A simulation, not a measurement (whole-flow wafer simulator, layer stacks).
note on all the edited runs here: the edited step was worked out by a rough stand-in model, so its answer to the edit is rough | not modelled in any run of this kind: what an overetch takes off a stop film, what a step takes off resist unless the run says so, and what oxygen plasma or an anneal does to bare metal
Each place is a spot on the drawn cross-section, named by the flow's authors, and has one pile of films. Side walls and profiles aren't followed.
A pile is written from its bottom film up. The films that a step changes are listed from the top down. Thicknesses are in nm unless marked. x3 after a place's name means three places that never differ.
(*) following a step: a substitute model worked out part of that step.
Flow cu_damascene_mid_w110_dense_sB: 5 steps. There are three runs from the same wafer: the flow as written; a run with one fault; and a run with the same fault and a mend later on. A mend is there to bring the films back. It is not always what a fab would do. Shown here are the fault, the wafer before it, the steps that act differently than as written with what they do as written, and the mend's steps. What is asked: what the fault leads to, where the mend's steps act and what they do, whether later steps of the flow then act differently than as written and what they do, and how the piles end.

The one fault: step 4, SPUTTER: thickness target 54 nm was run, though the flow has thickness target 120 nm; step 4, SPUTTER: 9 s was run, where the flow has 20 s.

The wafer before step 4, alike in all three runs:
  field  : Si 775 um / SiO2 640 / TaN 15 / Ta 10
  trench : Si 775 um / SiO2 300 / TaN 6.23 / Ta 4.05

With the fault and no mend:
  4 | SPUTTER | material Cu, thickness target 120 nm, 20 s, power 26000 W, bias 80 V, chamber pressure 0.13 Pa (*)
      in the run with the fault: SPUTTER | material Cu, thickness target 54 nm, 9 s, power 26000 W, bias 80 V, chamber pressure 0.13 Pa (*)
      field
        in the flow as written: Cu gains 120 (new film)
        in the run with the fault: Cu gains 54 (new film)
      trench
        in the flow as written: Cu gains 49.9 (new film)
        in the run with the fault: Cu gains 22.5 (new film)
  Later steps of the flow acting differently than as written:
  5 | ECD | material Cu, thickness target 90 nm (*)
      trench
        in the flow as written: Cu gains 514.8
        in the run with the fault: Cu gains 476.3
  By the end, the piles at field, trench depart from the flow's by more than 2% or 0.5 nm, whichever is larger.
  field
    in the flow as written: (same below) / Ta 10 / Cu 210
    in the run with the fault: (same below) / Ta 10 / Cu 144
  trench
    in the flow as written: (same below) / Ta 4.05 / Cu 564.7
    in the run with the fault: (same below) / Ta 4.05 / Cu 498.7

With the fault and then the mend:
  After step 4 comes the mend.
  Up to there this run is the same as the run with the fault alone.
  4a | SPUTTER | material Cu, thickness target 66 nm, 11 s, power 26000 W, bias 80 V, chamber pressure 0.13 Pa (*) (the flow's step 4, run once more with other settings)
      field
        Cu gains 66
      trench
        Cu gains 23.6
  Later steps of the flow that are run all act as written at every place that is followed, up to a difference of at most 2% or 0.5 nm, whichever is larger.
  The piles end the same as the flow's at every place that both follow.
